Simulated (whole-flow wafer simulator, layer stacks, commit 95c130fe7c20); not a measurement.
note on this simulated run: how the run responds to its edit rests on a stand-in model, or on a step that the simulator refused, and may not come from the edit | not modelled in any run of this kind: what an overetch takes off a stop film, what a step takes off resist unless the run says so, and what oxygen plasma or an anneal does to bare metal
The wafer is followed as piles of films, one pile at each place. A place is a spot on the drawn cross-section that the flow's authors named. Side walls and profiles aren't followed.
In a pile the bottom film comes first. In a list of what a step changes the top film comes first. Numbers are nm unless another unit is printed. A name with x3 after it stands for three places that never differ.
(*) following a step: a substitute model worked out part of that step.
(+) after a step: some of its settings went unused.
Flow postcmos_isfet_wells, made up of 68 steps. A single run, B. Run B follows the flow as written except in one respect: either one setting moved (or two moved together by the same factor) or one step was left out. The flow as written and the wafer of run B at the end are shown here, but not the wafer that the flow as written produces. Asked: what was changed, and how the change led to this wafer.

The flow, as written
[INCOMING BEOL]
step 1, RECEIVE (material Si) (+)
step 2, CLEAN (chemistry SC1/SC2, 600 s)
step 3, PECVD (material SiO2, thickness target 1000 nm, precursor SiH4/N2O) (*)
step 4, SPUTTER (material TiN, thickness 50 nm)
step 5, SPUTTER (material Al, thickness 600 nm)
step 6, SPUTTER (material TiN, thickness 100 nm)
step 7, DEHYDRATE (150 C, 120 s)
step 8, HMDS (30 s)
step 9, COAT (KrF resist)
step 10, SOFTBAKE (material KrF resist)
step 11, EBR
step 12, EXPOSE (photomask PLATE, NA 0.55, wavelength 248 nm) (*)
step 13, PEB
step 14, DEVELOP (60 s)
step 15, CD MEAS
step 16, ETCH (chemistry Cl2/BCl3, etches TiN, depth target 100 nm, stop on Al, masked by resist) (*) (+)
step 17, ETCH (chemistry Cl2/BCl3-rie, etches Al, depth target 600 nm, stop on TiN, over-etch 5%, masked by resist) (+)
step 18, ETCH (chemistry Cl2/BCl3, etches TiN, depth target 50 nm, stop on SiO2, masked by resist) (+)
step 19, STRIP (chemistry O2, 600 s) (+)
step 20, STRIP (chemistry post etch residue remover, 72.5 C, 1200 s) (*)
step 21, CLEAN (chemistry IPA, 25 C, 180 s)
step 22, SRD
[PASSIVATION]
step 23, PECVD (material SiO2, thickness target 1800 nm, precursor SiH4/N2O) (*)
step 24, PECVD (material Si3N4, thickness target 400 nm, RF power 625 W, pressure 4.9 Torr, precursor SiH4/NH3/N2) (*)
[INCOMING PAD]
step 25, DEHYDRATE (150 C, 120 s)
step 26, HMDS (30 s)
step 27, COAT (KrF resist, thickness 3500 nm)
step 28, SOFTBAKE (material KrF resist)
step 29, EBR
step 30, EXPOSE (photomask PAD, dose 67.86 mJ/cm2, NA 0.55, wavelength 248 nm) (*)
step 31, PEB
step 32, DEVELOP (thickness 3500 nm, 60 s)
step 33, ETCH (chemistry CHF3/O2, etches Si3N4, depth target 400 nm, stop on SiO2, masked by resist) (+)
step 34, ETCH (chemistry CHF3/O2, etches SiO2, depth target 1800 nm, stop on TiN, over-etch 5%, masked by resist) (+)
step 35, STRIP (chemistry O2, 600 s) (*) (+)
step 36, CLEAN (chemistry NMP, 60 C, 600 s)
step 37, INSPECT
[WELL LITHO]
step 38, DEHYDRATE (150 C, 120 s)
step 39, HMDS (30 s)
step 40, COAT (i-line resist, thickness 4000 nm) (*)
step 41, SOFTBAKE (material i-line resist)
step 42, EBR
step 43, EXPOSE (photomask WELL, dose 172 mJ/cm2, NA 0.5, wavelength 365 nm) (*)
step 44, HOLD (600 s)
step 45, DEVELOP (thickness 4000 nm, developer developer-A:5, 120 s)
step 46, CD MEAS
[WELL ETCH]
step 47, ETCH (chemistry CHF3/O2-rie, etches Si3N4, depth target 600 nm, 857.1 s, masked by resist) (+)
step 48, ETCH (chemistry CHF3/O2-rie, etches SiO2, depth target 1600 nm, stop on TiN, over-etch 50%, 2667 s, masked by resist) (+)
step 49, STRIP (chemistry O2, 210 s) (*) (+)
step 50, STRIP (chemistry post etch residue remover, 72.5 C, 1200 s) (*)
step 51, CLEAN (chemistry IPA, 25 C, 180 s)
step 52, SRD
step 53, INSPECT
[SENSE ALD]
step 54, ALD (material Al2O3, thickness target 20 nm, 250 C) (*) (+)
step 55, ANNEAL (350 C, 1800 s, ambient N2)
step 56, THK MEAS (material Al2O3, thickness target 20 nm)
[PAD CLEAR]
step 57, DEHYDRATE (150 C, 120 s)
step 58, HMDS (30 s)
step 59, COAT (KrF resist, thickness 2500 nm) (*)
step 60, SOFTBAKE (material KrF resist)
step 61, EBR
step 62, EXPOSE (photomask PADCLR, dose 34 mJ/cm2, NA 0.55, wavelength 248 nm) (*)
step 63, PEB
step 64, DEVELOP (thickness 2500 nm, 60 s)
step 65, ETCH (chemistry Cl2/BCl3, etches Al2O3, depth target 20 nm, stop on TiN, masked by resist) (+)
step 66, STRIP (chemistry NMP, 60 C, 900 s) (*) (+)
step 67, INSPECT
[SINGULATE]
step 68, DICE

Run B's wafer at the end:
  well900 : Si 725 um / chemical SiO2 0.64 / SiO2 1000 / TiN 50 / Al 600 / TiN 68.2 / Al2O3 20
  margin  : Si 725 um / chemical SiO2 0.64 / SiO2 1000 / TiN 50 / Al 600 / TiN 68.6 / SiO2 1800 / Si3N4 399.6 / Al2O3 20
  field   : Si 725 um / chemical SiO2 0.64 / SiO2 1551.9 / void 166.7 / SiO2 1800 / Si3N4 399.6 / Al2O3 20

The reason: step 6, SPUTTER: thickness 69 nm was run, whereas the flow has thickness 100 nm.

Step by step, how the change led to this:
  step 6, SPUTTER (material TiN, thickness 100 nm)
      field, margin, well900, well1300 x3, pad_rim, pad_clr, pad_open: +69 TiN (new film) (it would be, as written: +100 TiN (new film))
  step 16, ETCH (chemistry Cl2/BCl3, etches TiN, depth target 100 nm, stop on Al, masked by resist) (*) (+)
      field: -69 TiN (all of it) (it would be, as written: -100 TiN (all of it))
  step 23, PECVD (material SiO2, thickness target 1800 nm, precursor SiH4/N2O) (*)
      field: +1800 SiO2 (new film), +166.7 void (new film), +551.9 SiO2 (it would be, as written: +1800 SiO2 (new film), +189.9 void (new film), +559.7 SiO2)
